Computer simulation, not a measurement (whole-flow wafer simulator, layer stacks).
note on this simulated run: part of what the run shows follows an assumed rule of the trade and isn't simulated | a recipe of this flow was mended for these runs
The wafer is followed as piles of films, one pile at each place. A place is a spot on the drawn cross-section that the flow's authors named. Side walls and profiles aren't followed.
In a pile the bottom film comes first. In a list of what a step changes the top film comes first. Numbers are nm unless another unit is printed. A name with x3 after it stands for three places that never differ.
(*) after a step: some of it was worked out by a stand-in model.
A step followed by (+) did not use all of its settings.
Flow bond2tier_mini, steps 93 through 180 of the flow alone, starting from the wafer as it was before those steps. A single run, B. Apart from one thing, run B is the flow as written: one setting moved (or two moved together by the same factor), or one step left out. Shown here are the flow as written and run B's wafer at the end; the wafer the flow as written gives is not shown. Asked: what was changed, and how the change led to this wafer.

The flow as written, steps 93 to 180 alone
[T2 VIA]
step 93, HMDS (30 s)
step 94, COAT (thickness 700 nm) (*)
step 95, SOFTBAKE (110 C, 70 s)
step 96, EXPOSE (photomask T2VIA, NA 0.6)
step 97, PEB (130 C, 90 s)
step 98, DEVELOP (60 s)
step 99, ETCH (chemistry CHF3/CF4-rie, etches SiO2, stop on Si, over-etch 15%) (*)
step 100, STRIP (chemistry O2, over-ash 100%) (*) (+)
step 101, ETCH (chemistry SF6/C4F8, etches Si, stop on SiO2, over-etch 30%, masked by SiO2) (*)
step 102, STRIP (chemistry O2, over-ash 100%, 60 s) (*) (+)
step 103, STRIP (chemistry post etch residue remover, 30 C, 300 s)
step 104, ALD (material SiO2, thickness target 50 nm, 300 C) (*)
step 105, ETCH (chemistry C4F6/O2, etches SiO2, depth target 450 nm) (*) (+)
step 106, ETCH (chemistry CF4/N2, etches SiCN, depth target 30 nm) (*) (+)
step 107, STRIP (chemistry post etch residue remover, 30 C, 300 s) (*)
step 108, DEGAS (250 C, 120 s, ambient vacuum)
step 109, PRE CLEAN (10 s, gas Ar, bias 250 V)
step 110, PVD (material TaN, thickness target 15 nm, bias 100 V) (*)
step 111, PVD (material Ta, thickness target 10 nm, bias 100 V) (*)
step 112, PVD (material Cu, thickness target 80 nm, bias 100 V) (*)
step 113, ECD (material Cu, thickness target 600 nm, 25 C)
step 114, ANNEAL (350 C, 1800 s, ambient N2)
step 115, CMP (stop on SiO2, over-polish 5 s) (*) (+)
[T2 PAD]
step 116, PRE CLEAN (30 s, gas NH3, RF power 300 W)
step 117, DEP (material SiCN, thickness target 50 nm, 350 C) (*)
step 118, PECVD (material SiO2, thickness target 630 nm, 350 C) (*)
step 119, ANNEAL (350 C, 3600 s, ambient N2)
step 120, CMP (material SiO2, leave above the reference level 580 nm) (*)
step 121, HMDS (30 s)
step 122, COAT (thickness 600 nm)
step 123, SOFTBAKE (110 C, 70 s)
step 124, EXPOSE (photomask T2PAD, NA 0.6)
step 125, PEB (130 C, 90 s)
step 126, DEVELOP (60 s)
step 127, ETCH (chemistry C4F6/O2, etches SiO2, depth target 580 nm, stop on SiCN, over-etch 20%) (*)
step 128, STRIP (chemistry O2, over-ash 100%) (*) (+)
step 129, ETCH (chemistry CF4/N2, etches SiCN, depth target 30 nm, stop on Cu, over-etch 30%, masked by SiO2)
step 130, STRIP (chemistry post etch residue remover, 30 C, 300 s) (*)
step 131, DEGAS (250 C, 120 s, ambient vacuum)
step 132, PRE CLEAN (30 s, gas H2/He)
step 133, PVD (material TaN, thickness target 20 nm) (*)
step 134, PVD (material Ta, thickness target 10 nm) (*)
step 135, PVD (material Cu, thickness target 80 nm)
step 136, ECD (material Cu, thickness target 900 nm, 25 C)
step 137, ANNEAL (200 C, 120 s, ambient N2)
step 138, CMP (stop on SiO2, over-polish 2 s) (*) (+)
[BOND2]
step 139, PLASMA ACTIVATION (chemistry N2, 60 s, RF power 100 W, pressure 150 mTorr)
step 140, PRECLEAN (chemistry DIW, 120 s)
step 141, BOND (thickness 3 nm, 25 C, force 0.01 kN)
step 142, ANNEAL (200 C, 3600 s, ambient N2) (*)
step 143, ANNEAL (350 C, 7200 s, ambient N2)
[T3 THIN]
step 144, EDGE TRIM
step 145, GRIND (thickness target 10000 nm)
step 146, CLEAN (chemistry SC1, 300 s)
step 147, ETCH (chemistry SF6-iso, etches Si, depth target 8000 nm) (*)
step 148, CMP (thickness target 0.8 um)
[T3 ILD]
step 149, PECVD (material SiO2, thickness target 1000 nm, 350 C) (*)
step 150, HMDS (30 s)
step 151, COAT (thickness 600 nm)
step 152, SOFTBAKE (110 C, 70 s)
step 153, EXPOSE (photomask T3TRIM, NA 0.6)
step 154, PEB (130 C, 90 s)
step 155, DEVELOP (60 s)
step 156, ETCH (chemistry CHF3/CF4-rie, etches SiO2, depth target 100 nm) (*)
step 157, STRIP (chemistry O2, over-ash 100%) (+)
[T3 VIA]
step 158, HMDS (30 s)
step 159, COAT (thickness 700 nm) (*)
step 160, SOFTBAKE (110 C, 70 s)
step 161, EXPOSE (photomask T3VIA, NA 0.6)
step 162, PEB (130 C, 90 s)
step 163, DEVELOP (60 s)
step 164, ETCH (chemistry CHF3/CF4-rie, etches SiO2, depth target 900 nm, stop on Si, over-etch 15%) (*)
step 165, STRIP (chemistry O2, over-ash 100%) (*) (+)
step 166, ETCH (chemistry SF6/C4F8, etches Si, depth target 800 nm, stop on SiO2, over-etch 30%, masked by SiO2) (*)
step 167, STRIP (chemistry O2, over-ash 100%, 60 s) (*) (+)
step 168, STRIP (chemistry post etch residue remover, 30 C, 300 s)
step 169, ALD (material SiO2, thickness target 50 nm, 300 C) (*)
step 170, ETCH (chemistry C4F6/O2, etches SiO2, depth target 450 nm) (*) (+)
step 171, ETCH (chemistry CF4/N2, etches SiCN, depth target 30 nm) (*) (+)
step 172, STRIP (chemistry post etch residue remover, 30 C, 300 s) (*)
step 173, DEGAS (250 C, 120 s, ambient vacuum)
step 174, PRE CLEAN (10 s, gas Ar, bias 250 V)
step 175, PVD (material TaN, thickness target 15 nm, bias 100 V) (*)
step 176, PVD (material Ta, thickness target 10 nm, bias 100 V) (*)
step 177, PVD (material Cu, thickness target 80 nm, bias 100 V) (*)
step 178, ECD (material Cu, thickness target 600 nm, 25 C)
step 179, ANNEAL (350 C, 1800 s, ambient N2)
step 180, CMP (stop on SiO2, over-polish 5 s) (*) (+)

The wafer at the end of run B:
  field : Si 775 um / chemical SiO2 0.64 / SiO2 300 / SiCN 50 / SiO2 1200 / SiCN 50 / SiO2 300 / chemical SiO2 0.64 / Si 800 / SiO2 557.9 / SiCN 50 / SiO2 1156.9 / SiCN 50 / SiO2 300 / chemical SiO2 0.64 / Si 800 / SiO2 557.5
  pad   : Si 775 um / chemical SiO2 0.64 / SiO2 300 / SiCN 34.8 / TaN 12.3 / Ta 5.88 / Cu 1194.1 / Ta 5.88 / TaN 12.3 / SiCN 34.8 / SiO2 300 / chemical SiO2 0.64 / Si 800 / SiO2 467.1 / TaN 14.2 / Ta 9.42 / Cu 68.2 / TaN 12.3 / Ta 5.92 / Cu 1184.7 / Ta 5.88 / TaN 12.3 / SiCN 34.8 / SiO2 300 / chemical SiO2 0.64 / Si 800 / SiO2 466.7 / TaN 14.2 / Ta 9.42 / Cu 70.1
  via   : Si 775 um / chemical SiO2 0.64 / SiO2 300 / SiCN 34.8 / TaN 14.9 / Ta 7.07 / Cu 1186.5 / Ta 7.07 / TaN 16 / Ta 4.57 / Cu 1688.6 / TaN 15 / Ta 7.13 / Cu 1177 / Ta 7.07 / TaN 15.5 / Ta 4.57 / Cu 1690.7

What caused this: step 109, PRE CLEAN: bias 210 V was run, whereas the flow has bias 250 V.

How this came from the change, step by step:
  step 109, PRE CLEAN (10 s, gas Ar, bias 250 V)
      via: TaN loses 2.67 (as written it would have been: TaN loses 3.19)
